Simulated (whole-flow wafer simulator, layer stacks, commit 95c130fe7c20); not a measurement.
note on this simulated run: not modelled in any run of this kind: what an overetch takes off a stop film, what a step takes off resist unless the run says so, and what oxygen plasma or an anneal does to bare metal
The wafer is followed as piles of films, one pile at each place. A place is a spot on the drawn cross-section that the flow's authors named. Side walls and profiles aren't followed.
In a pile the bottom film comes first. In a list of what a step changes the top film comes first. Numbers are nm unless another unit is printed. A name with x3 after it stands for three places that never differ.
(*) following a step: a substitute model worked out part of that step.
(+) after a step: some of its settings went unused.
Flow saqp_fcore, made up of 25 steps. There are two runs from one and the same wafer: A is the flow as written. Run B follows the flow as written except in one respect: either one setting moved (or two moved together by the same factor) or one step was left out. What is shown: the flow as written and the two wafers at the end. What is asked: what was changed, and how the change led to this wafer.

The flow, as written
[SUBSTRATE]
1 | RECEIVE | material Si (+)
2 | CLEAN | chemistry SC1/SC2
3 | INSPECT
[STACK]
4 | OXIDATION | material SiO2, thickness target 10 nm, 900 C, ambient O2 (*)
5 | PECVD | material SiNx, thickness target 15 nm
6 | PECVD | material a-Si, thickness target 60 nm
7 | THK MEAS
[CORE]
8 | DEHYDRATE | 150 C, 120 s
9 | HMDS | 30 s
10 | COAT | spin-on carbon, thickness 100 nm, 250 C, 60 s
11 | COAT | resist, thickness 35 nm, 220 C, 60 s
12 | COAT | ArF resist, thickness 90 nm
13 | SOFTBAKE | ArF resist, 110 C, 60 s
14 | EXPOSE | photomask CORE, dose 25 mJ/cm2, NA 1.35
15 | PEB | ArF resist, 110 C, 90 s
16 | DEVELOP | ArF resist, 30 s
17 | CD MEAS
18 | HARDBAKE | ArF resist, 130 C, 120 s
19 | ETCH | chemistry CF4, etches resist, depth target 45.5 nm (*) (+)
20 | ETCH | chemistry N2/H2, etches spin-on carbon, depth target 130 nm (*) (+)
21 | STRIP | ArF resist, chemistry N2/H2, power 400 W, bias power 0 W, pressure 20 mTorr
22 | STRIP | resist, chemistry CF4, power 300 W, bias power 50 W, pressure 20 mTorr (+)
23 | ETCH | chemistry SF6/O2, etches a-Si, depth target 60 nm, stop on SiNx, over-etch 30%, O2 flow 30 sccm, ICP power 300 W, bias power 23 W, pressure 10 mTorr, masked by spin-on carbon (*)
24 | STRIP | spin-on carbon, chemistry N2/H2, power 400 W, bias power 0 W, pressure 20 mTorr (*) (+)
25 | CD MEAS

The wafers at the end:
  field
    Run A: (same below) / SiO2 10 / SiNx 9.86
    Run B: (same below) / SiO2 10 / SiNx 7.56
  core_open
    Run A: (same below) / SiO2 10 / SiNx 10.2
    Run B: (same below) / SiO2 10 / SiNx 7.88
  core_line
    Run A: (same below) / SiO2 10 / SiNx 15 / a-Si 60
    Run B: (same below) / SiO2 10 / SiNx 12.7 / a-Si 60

What caused this: step 5, PECVD: thickness target 12.7 nm was run, though the flow has thickness target 15 nm.
The wafer lets one read it off: core_line has SiNx 12.7, and step 5 as written asks for 15 nm.

How this came from the change, step by step:
  5 | PECVD | material SiNx, thickness target 15 nm
      field, core_open, core_line: A +15 SiNx (new film) | B +12.7 SiNx (new film)
